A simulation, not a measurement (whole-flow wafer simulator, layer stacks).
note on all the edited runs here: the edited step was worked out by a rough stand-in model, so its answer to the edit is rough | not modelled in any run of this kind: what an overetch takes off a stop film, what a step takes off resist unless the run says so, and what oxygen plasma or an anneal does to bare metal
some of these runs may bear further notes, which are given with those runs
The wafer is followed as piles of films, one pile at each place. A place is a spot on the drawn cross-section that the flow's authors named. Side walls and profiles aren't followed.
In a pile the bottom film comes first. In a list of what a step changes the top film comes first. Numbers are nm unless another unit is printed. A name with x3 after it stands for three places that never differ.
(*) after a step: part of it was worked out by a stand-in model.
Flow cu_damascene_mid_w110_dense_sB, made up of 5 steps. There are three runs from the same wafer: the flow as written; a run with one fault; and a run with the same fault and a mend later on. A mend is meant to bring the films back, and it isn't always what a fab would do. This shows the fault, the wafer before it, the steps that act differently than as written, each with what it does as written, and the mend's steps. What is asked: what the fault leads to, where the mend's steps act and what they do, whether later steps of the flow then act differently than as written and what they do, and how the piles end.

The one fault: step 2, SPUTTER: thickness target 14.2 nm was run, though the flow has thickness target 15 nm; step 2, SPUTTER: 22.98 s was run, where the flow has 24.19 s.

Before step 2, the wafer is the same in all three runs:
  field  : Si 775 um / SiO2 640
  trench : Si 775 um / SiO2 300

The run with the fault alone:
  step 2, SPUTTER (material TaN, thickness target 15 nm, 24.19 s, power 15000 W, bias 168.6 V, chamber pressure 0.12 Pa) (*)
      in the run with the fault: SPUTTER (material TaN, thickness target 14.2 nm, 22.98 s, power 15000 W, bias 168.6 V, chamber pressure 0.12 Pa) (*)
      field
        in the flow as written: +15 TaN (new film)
        in the run with the fault: +14.2 TaN (new film)
  Every later step of the flow that is run acts as written, at every place that is followed, to within 2% or 0.5 nm, whichever is larger.
  The piles end different from the flow's at field by more than 2% or 0.5 nm, whichever is larger.
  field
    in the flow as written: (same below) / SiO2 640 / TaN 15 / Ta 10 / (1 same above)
    in the run with the fault: (same below) / SiO2 640 / TaN 14.2 / Ta 10 / (1 same above)

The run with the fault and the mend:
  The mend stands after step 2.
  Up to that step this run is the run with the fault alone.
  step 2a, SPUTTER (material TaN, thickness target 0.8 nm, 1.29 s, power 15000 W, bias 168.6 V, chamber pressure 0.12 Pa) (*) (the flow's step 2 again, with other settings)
      field
        +0.8 TaN
      trench
        +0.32 TaN
  Every later step of the flow that is run acts as written at every place that is followed.
  When the end is reached, the piles differ only a little from the flow's at the places that both follow, at most by 2% or 0.5 nm, whichever is larger.
